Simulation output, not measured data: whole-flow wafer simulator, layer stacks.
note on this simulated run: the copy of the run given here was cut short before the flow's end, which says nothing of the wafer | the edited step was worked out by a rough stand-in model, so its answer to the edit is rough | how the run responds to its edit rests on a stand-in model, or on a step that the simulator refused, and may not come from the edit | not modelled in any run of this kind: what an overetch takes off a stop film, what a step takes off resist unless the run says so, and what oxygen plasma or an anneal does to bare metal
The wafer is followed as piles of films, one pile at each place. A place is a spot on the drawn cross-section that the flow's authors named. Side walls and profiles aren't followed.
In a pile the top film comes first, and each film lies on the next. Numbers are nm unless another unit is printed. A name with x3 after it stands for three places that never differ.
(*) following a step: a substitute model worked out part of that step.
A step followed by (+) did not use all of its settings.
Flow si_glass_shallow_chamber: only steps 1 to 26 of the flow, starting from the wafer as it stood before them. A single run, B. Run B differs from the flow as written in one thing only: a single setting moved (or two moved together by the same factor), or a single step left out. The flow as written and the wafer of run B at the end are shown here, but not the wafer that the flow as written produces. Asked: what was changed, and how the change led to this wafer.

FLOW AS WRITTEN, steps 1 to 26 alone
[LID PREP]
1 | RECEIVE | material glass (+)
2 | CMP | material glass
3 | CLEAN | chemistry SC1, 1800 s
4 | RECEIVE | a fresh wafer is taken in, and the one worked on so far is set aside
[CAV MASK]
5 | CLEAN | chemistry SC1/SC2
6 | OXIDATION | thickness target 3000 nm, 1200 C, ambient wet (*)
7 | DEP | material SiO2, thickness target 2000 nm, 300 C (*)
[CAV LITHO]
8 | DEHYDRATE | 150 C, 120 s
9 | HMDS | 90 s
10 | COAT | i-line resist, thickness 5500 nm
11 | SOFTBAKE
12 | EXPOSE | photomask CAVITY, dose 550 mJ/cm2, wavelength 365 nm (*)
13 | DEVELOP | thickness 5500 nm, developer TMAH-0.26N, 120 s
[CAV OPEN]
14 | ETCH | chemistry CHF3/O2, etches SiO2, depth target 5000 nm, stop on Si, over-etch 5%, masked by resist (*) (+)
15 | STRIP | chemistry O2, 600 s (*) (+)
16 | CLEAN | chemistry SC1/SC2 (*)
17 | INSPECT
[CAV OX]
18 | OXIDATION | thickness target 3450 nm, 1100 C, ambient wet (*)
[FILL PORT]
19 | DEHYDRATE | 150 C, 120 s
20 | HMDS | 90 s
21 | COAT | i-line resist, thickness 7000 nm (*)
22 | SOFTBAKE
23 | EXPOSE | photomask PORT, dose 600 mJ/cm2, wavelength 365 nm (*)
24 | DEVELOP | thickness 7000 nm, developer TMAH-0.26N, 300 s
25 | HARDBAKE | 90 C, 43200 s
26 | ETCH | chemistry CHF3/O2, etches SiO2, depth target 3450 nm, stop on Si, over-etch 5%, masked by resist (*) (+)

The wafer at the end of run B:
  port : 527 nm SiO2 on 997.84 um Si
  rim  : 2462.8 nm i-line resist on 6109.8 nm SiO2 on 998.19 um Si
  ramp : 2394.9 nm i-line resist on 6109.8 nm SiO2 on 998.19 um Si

Cause: step 14, ETCH: depth target 2625 nm was run, though the flow has depth target 5000 nm.

The path from the change to this, step by step:
  14 | ETCH | chemistry CHF3/O2, etches SiO2, depth target 5000 nm, stop on Si, over-etch 5%, masked by resist (*) (+)
      cav, port: SiO2 loses 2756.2 (it would be, as written: SiO2 loses 5000 (all of it), Si loses 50)
      rim, ramp, septum, ring: i-line resist loses 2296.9 (it would be, as written: i-line resist loses 4375)
  15 | STRIP | chemistry O2, 600 s (*) (+)
      cav, port: nothing (it would be, as written: chemical SiO2 gains 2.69 (new film), Si loses 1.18)
      rim, ramp, septum, ring: i-line resist loses 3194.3 (all of it) (it would be, as written: i-line resist loses 1116.2 (all of it))
  18 | OXIDATION | thickness target 3450 nm, 1100 C, ambient wet (*)
      cav, port: SiO2 gains 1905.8, Si loses 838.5 (it would be, as written: SiO2 gains 3450 (new film), chemical SiO2 loses 2.69 (all of it), Si loses 1516.8)
  21 | COAT | i-line resist, thickness 7000 nm (*)
      rim: i-line resist gains 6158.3 (new film) (it would be, as written: i-line resist gains 5660.1 (new film))
      ramp: i-line resist gains 5785 (new film) (it would be, as written: i-line resist gains 5087.8 (new film))
      (as well as at 2 more places)
  22 | SOFTBAKE
      rim: i-line resist loses 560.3 (it would be, as written: i-line resist loses 849)
      ramp: i-line resist loses 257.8 (it would be, as written: i-line resist loses 434.5)
      (as well as at 4 more places)
  24 | DEVELOP | thickness 7000 nm, developer TMAH-0.26N, 300 s
      port: i-line resist loses 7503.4 (all of it) (it would be, as written: i-line resist loses 7752.6 (all of it))
  25 | HARDBAKE | 90 C, 43200 s
      rim: i-line resist loses 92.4 (it would be, as written: i-line resist loses 62.5)
      ramp: i-line resist loses 89.5 (it would be, as written: i-line resist loses 57.1)
      (as well as at 1 more place)
  26 | ETCH | chemistry CHF3/O2, etches SiO2, depth target 3450 nm, stop on Si, over-etch 5%, masked by resist (*) (+)
      port: SiO2 loses 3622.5 (it would be, as written: SiO2 loses 3450 (all of it), Si loses 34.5)
